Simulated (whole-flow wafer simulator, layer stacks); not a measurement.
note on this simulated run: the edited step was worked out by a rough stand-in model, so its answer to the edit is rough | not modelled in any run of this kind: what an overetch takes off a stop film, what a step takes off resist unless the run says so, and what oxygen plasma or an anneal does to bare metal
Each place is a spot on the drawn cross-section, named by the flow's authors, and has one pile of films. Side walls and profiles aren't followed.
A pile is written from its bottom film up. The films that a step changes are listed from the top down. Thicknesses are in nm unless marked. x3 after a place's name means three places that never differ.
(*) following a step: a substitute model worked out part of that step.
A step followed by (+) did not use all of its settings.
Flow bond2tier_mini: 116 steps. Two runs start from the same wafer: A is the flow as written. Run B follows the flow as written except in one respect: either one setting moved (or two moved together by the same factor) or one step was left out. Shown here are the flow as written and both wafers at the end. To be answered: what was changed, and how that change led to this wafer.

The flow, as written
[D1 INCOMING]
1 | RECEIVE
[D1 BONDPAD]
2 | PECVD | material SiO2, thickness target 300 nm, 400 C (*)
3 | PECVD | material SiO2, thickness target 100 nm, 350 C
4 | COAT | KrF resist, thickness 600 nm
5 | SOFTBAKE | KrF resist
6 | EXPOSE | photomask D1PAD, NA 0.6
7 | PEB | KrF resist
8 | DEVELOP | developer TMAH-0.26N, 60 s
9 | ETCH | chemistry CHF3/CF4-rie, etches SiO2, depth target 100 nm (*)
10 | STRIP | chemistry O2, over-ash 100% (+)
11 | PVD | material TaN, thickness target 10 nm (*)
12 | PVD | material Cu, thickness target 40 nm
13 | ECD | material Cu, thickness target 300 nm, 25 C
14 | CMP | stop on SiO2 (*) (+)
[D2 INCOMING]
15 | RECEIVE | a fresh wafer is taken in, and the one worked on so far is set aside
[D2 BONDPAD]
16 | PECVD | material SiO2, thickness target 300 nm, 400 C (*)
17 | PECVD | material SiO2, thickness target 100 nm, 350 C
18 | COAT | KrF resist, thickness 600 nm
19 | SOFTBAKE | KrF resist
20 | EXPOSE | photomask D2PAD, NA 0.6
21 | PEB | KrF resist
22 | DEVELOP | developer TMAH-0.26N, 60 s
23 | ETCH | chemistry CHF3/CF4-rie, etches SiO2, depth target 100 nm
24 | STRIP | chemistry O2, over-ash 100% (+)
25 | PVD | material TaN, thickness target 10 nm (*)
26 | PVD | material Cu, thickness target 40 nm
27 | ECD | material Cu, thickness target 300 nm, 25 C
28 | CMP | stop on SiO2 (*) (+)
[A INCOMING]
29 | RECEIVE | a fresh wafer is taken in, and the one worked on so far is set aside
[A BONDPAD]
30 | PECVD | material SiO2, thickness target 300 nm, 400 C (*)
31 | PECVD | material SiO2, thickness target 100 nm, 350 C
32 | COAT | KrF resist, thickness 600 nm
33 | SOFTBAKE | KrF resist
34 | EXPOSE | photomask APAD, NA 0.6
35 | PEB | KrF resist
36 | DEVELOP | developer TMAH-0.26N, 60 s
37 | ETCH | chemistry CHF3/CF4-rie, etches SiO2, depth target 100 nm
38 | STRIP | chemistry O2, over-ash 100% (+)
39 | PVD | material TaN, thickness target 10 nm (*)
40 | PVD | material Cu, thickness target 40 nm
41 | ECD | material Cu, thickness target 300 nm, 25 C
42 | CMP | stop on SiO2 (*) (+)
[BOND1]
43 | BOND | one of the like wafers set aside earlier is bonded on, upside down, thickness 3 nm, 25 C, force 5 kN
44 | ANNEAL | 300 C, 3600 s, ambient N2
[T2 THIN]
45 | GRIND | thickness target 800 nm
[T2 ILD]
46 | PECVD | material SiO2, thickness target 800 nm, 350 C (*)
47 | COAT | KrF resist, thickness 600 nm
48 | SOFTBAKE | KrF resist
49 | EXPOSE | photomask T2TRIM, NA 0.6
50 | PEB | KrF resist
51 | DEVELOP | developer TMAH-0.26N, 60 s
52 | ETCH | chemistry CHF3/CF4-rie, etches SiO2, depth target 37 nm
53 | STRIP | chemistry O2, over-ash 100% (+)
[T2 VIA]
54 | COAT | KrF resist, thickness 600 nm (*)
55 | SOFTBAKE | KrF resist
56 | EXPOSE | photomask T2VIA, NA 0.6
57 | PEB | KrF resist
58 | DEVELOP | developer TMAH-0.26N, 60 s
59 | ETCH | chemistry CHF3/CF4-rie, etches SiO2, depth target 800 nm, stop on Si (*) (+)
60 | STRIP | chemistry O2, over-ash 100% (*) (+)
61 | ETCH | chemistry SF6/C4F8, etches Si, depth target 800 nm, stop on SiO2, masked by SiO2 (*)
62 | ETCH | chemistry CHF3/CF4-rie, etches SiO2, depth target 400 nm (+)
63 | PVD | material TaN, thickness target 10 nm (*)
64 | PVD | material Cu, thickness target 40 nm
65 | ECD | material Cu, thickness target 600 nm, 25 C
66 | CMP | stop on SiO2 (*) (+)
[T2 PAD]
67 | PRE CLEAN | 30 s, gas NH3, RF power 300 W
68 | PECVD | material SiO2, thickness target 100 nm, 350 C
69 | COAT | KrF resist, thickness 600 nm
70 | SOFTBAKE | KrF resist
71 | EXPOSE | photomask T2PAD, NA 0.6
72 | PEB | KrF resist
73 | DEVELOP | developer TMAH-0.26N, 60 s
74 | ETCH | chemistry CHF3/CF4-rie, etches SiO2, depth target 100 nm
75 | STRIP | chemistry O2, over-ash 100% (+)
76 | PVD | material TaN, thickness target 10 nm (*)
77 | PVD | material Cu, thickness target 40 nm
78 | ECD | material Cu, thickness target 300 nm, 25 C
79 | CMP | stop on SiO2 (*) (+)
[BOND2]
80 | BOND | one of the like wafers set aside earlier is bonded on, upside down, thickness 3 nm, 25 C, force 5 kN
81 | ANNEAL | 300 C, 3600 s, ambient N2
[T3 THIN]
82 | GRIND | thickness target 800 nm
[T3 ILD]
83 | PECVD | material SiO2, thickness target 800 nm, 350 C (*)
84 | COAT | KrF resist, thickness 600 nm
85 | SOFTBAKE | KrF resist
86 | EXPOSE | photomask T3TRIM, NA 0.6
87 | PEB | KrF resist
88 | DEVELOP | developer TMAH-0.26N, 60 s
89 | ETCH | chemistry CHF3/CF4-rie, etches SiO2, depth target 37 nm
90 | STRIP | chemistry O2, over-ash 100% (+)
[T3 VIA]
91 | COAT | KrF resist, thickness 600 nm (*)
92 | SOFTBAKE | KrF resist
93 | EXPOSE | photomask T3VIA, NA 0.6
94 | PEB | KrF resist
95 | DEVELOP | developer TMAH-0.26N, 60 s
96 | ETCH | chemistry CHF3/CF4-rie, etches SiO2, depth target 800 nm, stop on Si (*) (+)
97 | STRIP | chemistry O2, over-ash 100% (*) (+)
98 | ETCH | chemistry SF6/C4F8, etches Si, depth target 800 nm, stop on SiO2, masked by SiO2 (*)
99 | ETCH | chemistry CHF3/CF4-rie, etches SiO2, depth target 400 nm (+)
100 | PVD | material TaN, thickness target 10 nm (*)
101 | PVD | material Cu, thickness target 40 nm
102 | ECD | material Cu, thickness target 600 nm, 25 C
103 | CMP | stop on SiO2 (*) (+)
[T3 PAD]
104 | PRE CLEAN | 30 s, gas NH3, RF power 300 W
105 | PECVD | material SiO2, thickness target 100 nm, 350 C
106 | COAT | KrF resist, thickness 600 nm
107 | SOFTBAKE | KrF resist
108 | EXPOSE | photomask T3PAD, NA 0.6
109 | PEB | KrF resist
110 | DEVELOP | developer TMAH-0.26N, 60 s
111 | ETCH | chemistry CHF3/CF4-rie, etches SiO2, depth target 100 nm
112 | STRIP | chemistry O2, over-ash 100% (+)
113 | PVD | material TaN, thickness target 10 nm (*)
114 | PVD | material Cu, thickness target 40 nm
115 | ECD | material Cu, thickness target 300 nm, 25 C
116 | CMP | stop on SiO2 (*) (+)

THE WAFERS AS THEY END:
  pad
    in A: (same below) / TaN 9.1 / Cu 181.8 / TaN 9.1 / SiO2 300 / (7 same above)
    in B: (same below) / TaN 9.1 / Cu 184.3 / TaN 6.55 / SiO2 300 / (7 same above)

Cause: step 25, PVD: thickness target 7.2 nm was run, whereas the flow has thickness target 10 nm.

How this came from the change, step by step:
  25 | PVD | material TaN, thickness target 10 nm (*)
      field: A TaN gains 10 (new film) | B TaN gains 7.2 (new film)
      pad: A TaN gains 9.1 (new film) | B TaN gains 6.55 (new film)
      (and at 1 other place as well)
  28 | CMP | stop on SiO2 (*) (+)
      field: A Cu loses 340 (all of it), TaN loses 10 (all of it) | B Cu loses 340 (all of it), TaN loses 7.2 (all of it)
  80 | BOND | one of the like wafers set aside earlier is bonded on, upside down, thickness 3 nm, 25 C, force 5 kN
      pad: A Si gains 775 um (new film), chemical SiO2 gains 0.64 (new film), SiO2 gains 300 (new film), TaN gains 9.1 (new film), Cu gains 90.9 | B Si gains 775 um (new film), chemical SiO2 gains 0.64 (new film), SiO2 gains 300 (new film), TaN gains 6.55 (new film), Cu gains 93.4
